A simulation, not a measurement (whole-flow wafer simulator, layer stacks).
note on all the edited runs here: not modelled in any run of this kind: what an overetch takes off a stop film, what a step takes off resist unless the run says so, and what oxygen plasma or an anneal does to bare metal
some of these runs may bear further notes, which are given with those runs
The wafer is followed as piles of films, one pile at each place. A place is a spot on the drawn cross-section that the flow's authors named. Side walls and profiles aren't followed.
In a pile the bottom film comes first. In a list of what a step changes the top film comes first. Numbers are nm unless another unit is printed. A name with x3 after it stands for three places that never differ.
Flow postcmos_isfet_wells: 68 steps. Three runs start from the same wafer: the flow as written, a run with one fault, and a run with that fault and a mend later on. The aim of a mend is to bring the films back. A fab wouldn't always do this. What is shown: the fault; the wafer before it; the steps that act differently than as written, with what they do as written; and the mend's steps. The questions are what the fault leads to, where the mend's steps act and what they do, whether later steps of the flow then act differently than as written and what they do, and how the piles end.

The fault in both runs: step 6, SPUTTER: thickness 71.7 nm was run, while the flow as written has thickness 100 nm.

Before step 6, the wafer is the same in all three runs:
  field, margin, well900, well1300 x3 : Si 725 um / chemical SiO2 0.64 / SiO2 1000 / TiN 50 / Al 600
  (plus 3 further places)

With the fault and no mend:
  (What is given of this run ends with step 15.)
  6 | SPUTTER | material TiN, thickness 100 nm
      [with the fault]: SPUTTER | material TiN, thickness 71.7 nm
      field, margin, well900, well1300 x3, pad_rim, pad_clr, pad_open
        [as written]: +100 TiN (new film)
        [with the fault]: +71.7 TiN (new film)
  None of the later steps of the flow up to step 15 acts differently than as written at any place that is followed.
  The piles after step 15 differ from the flow's at field, margin, well900, well1300 x3, pad_rim, pad_clr, pad_open by more than 2% or 0.5 nm, whichever is larger.
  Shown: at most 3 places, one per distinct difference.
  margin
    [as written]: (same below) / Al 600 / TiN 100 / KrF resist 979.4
    [with the fault]: (same below) / Al 600 / TiN 71.7 / KrF resist 979.4
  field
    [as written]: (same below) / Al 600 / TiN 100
    [with the fault]: (same below) / Al 600 / TiN 71.7

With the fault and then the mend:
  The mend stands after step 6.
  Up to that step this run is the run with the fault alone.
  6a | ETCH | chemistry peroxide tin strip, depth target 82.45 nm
      field, margin, well900, well1300 x3, pad_rim, pad_clr, pad_open
        -71.7 TiN (all of it)
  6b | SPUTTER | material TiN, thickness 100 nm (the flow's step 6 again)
      field, margin, well900, well1300 x3, pad_rim, pad_clr, pad_open
        +100 TiN (new film)
  None of the later steps of the flow acts differently than as written at any place that is followed.
  At every place that both follow, the piles at the end match the flow's.
